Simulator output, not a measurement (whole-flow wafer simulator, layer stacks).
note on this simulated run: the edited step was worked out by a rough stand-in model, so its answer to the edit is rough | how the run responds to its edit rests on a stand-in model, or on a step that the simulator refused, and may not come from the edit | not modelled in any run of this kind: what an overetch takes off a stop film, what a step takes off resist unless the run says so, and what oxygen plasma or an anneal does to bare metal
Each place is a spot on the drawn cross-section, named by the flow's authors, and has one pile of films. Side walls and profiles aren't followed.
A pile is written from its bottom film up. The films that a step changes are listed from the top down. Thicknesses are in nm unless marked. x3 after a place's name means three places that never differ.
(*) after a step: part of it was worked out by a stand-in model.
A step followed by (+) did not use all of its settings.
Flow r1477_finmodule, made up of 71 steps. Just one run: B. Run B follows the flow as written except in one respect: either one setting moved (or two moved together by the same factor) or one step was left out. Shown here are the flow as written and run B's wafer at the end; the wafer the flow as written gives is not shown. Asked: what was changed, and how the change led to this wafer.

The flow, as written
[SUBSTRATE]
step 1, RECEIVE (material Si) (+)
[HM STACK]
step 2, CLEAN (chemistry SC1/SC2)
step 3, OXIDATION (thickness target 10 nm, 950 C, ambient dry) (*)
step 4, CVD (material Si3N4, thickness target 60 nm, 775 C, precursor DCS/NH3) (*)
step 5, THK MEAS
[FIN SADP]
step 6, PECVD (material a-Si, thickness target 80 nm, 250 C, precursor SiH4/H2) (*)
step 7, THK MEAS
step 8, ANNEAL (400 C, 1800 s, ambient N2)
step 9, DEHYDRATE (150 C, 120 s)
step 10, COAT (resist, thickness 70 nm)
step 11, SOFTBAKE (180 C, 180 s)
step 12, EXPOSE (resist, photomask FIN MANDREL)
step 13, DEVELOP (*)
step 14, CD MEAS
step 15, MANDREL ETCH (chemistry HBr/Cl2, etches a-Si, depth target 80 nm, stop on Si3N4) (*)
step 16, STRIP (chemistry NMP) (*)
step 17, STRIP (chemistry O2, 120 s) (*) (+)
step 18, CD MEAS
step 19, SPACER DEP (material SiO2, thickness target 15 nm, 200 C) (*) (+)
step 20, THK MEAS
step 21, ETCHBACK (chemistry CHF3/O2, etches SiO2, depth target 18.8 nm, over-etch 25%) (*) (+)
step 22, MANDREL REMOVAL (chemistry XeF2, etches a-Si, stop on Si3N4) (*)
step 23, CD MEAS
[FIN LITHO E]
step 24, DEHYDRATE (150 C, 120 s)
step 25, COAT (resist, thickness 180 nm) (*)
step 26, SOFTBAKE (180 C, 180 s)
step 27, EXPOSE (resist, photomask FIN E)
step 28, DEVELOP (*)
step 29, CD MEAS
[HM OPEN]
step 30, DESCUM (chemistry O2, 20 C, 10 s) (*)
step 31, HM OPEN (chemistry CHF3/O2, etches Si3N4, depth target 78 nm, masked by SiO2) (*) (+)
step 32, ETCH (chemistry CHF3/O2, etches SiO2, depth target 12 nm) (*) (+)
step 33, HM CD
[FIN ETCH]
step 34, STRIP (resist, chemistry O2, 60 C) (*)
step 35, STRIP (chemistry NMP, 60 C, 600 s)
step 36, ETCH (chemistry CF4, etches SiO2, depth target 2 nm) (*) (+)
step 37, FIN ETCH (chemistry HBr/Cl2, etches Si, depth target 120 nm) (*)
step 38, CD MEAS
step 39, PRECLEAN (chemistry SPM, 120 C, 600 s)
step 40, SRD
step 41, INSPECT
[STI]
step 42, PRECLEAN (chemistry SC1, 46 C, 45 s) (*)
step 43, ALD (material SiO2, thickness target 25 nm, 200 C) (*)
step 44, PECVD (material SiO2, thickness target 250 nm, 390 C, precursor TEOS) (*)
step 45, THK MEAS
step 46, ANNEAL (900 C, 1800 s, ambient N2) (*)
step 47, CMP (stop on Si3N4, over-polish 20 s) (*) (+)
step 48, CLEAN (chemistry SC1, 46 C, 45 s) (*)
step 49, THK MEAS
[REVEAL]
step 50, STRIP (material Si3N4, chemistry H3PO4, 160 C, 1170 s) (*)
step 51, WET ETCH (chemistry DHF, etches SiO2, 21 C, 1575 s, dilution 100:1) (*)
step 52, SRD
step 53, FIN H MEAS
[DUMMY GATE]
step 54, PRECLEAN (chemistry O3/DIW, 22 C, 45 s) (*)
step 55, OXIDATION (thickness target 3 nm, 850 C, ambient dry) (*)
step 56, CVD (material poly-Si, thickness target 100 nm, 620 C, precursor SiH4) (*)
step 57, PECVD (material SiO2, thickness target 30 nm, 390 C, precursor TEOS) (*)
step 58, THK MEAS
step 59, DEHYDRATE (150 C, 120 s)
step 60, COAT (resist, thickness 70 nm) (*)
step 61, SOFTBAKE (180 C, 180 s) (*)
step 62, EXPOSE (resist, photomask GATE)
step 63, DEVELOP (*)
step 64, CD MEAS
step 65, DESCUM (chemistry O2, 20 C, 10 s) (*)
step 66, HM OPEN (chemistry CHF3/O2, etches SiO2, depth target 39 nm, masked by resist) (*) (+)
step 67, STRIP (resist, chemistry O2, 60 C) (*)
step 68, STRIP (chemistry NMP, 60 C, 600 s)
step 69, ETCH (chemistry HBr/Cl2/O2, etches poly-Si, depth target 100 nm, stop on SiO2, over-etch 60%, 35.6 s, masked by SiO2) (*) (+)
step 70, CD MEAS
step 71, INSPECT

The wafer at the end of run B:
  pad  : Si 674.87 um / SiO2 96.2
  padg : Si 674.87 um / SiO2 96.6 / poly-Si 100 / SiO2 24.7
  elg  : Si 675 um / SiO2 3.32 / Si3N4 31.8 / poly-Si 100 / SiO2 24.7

The reason: step 3, OXIDATION: 808 C was run, while the flow as written has 950 C.

Step by step, how the change led to this:
  step 3, OXIDATION (thickness target 10 nm, 950 C, ambient dry) (*)
      pad, padg, elg and 33 more: SiO2 gains 3.32 (new film), chemical SiO2 loses 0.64 (all of it), Si loses 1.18 (in the flow as written it would be: SiO2 gains 10 (new film), chemical SiO2 loses 0.64 (all of it), Si loses 4.12)
  step 31, HM OPEN (chemistry CHF3/O2, etches Si3N4, depth target 78 nm, masked by SiO2) (*) (+)
      s40cg, s45cg, s50cg, s40co, s45co, s50co: Si3N4 loses 60 (all of it), SiO2 loses 3.32 (all of it) (in the flow as written it would be: Si3N4 loses 60 (all of it), SiO2 loses 9)
      pad, padg, esg and 13 more: Si3N4 loses 56.4 (all of it), SiO2 loses 3.32 (all of it) (in the flow as written it would be: Si3N4 loses 56.4 (all of it), SiO2 loses 10 (all of it))
  step 32, ETCH (chemistry CHF3/O2, etches SiO2, depth target 12 nm) (*) (+)
      s40cg, s40co: Si loses 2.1 (in the flow as written it would be: SiO2 loses 1 (all of it), Si loses 2.2)
      s45cg, s45co: Si loses 2.13 (in the flow as written it would be: SiO2 loses 1 (all of it), Si loses 2.2)
      (and at 2 other places as well)
  step 43, ALD (material SiO2, thickness target 25 nm, 200 C) (*)
      s40cg, s45cg, s40co, s45co: SiO2 gains 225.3 (new film) (in the flow as written it would be: SiO2 gains 232.1 (new film))
      s50cg, s50co: SiO2 gains 225.4 (new film) (in the flow as written it would be: SiO2 gains 232.1 (new film))
      (and at 1 other place as well)
  step 47, CMP (stop on Si3N4, over-polish 20 s) (*) (+)
      pad, padg, e40sg and 11 more: SiO2 loses 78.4 (in the flow as written it would be: SiO2 loses 71.8)
      eso: SiO2 loses 79 (in the flow as written it would be: SiO2 loses 72.4)
  step 51, WET ETCH (chemistry DHF, etches SiO2, 21 C, 1575 s, dilution 100:1) (*)
      s40sg_line, s45sg_line, s50sg_line, s40so_line, s45so_line, s50so_line: SiO2 loses 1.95 (all of it) (in the flow as written it would be: SiO2 loses 8.63 (all of it))
  step 56, CVD (material poly-Si, thickness target 100 nm, 620 C, precursor SiH4) (*)
      s40cg, s40co: poly-Si gains 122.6 (new film) (in the flow as written it would be: poly-Si gains 113.9 (new film))
      s45cg, s45co: poly-Si gains 122.6 (new film) (in the flow as written it would be: poly-Si gains 113.4 (new film))
      (and at 2 other places as well)
  step 60, COAT (resist, thickness 70 nm) (*)
      s40cg, s40co: resist gains 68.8 (new film) (in the flow as written it would be: resist gains 70.6 (new film))
      s40sg, s40so: resist gains 97.9 (new film) (in the flow as written it would be: resist gains 91 (new film))
      (and at 6 other places as well)
  step 63, DEVELOP (*)
      s40co: resist loses 68.8 (all of it) (in the flow as written it would be: resist loses 70.6 (all of it))
      s40so: resist loses 97.9 (all of it) (in the flow as written it would be: resist loses 91 (all of it))
      (and at 3 other places as well)
  step 67, STRIP (resist, chemistry O2, 60 C) (*)
      s40cg: resist loses 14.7 (all of it) (in the flow as written it would be: resist loses 16.5 (all of it))
      s40sg: resist loses 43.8 (all of it) (in the flow as written it would be: resist loses 36.9 (all of it))
      (and at 3 other places as well)
  step 69, ETCH (chemistry HBr/Cl2/O2, etches poly-Si, depth target 100 nm, stop on SiO2, over-etch 60%, 35.6 s, masked by SiO2) (*) (+)
      s40co: chemical SiO2 loses 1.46 (all of it), poly-Si loses 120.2 (all of it), SiO2 loses 0.2 (in the flow as written it would be: chemical SiO2 loses 1.46 (all of it), poly-Si loses 111.5 (all of it), SiO2 loses 0.24)
      s45co: chemical SiO2 loses 1.46 (all of it), poly-Si loses 120.2 (all of it), SiO2 loses 0.2 (in the flow as written it would be: chemical SiO2 loses 1.46 (all of it), poly-Si loses 110.9 (all of it), SiO2 loses 0.25)
      (and at 1 other place as well)
